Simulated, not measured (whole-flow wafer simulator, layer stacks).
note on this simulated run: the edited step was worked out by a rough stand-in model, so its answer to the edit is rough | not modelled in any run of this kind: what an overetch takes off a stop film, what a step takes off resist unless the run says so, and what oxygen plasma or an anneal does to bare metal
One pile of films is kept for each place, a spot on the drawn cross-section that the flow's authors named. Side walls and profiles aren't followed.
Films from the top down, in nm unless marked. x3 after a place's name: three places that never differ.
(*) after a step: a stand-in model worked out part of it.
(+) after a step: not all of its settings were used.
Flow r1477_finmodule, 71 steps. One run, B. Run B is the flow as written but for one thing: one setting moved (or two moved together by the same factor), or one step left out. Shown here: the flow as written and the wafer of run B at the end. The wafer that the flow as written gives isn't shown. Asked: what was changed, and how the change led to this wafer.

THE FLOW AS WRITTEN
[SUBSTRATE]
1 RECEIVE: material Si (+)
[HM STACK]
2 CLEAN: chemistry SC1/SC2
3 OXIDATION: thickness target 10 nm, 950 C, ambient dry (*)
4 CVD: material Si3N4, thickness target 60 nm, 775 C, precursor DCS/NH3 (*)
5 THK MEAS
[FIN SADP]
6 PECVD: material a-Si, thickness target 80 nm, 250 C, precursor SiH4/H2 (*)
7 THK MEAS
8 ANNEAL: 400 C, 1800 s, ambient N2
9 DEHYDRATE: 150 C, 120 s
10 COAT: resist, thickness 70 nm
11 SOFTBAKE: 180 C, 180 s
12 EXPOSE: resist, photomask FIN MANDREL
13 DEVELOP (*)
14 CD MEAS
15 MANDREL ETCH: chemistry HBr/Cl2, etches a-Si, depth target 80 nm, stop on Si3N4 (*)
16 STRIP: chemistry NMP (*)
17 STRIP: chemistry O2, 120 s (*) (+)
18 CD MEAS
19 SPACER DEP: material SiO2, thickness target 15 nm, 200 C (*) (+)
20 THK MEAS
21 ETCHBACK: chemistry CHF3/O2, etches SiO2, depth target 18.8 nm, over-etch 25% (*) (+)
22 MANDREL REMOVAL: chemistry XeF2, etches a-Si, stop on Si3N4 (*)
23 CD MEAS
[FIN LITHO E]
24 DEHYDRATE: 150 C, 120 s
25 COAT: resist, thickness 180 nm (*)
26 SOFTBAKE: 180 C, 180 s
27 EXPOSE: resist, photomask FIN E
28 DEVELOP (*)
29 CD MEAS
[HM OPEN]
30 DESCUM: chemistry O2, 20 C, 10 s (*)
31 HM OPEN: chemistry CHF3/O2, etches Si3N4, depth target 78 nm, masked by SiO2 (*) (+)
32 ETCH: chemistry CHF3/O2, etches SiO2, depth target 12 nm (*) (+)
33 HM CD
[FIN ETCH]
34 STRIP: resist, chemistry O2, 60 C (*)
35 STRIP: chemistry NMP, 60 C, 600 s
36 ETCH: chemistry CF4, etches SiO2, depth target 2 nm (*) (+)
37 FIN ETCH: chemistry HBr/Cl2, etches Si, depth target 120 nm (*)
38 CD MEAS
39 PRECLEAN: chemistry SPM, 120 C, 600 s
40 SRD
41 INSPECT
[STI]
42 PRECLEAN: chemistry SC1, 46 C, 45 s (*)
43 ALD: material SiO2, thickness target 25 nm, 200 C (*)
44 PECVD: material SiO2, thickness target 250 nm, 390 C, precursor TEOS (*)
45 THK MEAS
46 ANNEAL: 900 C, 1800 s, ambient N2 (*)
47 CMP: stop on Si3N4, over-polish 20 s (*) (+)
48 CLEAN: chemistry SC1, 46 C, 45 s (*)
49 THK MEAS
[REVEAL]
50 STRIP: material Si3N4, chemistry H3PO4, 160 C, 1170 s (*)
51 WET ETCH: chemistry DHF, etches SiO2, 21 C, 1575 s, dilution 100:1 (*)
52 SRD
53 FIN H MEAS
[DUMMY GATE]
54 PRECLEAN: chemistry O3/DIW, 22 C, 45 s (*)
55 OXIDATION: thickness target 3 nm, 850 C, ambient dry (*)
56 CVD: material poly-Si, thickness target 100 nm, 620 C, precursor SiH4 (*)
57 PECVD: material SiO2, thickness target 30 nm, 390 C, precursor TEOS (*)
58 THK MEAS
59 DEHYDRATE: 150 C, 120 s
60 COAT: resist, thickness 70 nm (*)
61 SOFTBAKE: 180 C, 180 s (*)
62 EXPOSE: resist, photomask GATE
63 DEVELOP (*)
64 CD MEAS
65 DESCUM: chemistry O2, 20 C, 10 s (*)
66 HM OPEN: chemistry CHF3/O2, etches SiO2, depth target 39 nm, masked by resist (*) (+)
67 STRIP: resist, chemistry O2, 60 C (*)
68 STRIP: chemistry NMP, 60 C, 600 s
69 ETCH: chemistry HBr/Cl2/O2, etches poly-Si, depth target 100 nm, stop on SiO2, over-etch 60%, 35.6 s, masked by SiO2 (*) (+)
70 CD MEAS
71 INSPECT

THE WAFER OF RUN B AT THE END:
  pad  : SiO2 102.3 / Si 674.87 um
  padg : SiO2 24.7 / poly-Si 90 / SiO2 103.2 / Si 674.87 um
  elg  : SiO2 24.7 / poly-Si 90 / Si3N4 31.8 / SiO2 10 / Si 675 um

The cause: step 56, CVD: thickness target 90 nm was run, where the flow has thickness target 100 nm.
It can be read off the wafer: padg has poly-Si 90, and step 56 as written asks for 100 nm.

How the change led to this, step by step:
  56 CVD: material poly-Si, thickness target 100 nm, 620 C, precursor SiH4 (*)
      pad, padg, elg and 26 more: poly-Si +90 (new film) (as written it would be: poly-Si +100 (new film))
      s40cg, s40co: poly-Si +103.7 (new film) (as written it would be: poly-Si +113.9 (new film))
      (and at 5 more places)
  69 ETCH: chemistry HBr/Cl2/O2, etches poly-Si, depth target 100 nm, stop on SiO2, over-etch 60%, 35.6 s, masked by SiO2 (*) (+)
      pad, eso, e40so and 8 more: chemical SiO2 -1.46 (all of it), poly-Si -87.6 (all of it), SiO2 -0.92 (as written it would be: chemical SiO2 -1.46 (all of it), poly-Si -97.6 (all of it), SiO2 -0.42)
      elo, e40lo, e100lo, e200lo: chemical SiO2 -1.46 (all of it), poly-Si -87.6 (all of it), Si3N4 -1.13 (as written it would be: chemical SiO2 -1.46 (all of it), poly-Si -97.6 (all of it), Si3N4 -0.22)
      (and at 3 more places)
